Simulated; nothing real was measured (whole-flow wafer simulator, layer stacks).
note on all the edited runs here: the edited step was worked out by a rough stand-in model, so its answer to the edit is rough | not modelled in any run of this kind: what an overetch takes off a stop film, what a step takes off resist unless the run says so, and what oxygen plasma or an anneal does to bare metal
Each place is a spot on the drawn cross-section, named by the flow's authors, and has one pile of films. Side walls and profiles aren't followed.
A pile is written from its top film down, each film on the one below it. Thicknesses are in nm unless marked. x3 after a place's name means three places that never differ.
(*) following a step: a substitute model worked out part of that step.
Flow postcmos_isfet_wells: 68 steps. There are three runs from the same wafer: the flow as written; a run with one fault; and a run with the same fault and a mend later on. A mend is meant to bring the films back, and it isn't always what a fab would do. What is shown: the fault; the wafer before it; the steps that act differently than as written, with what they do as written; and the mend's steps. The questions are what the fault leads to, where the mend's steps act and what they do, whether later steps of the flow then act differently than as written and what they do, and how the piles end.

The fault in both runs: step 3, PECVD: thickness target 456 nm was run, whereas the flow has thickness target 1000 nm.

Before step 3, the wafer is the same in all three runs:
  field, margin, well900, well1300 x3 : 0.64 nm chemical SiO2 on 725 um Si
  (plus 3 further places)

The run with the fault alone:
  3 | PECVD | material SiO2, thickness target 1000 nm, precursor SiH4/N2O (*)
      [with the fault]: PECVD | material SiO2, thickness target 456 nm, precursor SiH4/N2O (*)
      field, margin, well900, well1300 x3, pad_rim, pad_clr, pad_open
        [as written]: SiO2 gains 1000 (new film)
        [with the fault]: SiO2 gains 456 (new film)
  Every later step of the flow that is run acts as written at every place that is followed.
  At field, margin, well900, well1300 x3, pad_rim, pad_clr, pad_open, the piles at the end differ from the flow's by more than 2% or 0.5 nm, whichever is larger.
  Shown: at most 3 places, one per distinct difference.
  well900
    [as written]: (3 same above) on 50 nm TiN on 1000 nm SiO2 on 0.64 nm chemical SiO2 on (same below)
    [with the fault]: (3 same above) on 50 nm TiN on 456 nm SiO2 on 0.64 nm chemical SiO2 on (same below)
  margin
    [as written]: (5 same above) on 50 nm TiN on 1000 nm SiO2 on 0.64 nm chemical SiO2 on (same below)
    [with the fault]: (5 same above) on 50 nm TiN on 456 nm SiO2 on 0.64 nm chemical SiO2 on (same below)
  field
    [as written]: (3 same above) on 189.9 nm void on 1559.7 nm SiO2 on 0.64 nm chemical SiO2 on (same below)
    [with the fault]: (3 same above) on 189.9 nm void on 1015.7 nm SiO2 on 0.64 nm chemical SiO2 on (same below)

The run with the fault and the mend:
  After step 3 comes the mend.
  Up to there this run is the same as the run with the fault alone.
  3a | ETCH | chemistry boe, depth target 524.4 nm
      field, margin, well900, well1300 x3, pad_rim, pad_clr, pad_open
        SiO2 loses 456 (all of it), chemical SiO2 loses 0.64 (all of it)
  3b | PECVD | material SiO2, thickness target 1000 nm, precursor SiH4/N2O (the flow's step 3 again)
      field, margin, well900, well1300 x3, pad_rim, pad_clr, pad_open
        SiO2 gains 1000 (new film)
  Every later step of the flow that is run acts as written at every place that is followed.
  At field, margin, well900, well1300 x3, pad_rim, pad_clr, pad_open, the piles at the end differ from the flow's by more than 2% or 0.5 nm, whichever is larger.
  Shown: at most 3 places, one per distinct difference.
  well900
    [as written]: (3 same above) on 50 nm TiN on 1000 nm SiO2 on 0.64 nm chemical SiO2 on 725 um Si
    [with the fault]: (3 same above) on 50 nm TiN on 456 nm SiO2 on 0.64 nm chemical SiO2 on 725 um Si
    [with the mend]: (3 same above) on 50 nm TiN on 1000 nm SiO2 on 725 um Si
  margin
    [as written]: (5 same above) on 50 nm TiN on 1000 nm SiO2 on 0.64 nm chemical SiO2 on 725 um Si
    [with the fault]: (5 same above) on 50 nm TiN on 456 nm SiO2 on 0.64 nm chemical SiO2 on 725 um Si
    [with the mend]: (5 same above) on 50 nm TiN on 1000 nm SiO2 on 725 um Si
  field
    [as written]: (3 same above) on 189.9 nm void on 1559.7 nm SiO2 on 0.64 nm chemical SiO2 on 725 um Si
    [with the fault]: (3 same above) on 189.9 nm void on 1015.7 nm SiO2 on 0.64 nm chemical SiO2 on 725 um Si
    [with the mend]: (3 same above) on 189.9 nm void on 1559.7 nm SiO2 on 725 um Si
